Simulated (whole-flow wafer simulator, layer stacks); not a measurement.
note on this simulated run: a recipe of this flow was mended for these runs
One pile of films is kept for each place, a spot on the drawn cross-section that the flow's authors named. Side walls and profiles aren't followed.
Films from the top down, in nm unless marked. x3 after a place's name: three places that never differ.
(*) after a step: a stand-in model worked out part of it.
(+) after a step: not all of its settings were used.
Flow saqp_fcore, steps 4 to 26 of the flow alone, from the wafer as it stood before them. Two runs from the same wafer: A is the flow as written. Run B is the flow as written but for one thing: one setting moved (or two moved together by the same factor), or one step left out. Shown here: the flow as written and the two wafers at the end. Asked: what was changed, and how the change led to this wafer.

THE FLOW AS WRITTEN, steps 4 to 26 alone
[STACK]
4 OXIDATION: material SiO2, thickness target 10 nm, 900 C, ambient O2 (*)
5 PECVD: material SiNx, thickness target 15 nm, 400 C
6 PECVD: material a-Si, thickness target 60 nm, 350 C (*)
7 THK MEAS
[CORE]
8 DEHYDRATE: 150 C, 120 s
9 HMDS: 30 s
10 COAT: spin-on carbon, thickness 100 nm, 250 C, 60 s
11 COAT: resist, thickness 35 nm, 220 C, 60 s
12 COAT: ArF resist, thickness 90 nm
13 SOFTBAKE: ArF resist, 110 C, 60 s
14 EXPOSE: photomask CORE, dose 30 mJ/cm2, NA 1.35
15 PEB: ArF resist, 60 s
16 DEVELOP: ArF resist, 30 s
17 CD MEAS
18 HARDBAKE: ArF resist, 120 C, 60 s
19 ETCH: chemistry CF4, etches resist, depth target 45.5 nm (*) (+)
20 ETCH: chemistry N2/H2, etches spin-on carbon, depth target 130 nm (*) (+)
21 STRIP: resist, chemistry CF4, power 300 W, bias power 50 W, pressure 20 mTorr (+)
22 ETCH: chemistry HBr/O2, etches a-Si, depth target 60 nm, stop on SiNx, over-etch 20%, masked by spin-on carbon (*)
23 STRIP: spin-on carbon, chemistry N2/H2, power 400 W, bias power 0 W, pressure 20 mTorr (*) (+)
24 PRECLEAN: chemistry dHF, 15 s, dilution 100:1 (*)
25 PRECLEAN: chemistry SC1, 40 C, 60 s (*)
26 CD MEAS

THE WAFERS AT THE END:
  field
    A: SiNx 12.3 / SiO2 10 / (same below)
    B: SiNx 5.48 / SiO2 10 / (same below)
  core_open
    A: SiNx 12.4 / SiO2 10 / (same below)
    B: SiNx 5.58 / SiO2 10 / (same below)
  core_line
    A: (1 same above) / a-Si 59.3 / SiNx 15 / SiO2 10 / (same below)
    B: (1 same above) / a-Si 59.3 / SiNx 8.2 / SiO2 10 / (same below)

The cause: step 5, PECVD: thickness target 8.2 nm was run, where the flow has thickness target 15 nm.
It can be read off the wafer: core_line has SiNx 8.2, and step 5 as written asks for 15 nm.

How the change led to this, step by step:
  5 PECVD: material SiNx, thickness target 15 nm, 400 C
      field, core_open, core_line: A SiNx +15 (new film) | B SiNx +8.2 (new film)
